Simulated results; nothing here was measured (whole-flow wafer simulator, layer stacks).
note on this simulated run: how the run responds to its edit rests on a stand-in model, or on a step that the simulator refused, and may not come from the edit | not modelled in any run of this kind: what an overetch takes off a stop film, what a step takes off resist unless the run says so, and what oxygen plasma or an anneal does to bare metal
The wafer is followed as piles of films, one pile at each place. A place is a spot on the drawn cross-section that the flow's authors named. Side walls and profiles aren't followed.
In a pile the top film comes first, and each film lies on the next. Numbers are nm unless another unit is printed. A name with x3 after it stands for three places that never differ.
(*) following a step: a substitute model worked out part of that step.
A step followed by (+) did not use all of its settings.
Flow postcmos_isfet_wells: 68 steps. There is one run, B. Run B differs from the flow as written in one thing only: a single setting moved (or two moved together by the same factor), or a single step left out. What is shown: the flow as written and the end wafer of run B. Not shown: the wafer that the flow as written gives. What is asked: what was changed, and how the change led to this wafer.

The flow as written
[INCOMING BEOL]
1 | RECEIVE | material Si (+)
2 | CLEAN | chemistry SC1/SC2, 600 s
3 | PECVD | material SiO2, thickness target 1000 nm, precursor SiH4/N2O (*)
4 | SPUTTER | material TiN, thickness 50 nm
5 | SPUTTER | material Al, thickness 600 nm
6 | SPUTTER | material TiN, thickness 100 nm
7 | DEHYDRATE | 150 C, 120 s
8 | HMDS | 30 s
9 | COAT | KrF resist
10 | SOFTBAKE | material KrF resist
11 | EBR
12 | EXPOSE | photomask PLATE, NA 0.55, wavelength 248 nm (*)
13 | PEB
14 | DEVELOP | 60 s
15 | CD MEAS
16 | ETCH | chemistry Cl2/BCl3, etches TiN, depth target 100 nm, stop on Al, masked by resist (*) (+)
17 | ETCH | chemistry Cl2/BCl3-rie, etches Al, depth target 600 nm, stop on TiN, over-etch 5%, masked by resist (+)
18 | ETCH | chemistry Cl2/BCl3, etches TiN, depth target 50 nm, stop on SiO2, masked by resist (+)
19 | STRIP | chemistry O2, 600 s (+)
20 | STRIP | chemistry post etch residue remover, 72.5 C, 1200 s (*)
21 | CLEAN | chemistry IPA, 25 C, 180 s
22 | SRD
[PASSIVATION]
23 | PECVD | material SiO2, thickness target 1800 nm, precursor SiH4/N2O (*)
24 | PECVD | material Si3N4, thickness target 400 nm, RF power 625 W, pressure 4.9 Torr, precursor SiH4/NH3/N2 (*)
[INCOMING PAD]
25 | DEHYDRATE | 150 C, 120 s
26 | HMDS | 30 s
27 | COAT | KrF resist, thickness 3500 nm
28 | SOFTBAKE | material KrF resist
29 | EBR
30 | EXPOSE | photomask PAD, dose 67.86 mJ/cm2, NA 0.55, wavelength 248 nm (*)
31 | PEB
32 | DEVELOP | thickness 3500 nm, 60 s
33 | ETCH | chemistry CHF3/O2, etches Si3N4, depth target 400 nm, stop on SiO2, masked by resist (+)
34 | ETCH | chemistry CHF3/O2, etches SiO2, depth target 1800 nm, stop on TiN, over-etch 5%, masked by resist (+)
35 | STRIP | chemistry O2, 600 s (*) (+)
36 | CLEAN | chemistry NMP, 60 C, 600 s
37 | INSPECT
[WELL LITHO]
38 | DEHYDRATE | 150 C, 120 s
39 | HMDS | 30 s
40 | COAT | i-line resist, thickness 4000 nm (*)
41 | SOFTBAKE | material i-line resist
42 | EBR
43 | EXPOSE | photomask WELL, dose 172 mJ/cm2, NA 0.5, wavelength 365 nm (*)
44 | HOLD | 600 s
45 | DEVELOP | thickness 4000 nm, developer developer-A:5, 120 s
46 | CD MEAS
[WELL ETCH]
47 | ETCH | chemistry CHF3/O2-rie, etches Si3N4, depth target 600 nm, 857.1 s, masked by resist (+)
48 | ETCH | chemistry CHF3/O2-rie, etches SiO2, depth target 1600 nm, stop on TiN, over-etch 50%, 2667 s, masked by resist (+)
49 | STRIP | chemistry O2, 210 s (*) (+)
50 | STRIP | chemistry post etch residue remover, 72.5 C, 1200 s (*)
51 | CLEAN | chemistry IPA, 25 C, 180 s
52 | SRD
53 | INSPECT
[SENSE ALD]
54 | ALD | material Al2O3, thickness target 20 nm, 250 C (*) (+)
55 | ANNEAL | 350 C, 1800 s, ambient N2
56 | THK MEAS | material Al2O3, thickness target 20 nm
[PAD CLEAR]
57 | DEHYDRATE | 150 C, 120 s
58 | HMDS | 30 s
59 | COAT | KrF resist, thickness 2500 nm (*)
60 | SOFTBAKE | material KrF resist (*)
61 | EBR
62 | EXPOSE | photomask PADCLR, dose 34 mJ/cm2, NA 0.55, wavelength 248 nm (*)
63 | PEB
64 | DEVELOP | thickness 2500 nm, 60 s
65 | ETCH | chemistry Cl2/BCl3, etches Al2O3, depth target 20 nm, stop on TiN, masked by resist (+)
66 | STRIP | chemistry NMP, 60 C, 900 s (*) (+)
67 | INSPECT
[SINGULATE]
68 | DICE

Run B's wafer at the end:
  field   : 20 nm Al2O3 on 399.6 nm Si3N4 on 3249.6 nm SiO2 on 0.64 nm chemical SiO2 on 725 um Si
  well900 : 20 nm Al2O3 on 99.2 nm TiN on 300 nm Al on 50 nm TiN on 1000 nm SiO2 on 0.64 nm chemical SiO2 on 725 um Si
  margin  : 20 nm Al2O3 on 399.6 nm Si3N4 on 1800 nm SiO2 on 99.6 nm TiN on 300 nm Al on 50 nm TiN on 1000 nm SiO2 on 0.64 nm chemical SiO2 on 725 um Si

Cause: step 5, SPUTTER: thickness 300 nm was run, whereas the flow has thickness 600 nm.
One can read it off the wafer: well900 has Al 300, and step 5 as written asks for 600 nm.

How this came from the change, step by step:
  5 | SPUTTER | material Al, thickness 600 nm
      field, margin, well900 and 6 more: Al gains 300 (new film) (as written it would have been: Al gains 600 (new film))
  17 | ETCH | chemistry Cl2/BCl3-rie, etches Al, depth target 600 nm, stop on TiN, over-etch 5%, masked by resist (+)
      margin, well900, well1300, well2000, well3000, pad_rim, pad_clr, pad_open: KrF resist loses 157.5 (as written it would have been: KrF resist loses 300)
      field: Al loses 300 (all of it) (as written it would have been: Al loses 600 (all of it))
  19 | STRIP | chemistry O2, 600 s (+)
      margin, well900, well1300, well2000, well3000, pad_rim, pad_clr, pad_open: KrF resist loses 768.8 (all of it) (as written it would have been: KrF resist loses 626.3 (all of it))
  23 | PECVD | material SiO2, thickness target 1800 nm, precursor SiH4/N2O (*)
      field: SiO2 gains 2249.6 (as written it would have been: SiO2 gains 1800 (new film), void gains 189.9 (new film), SiO2 gains 559.7)
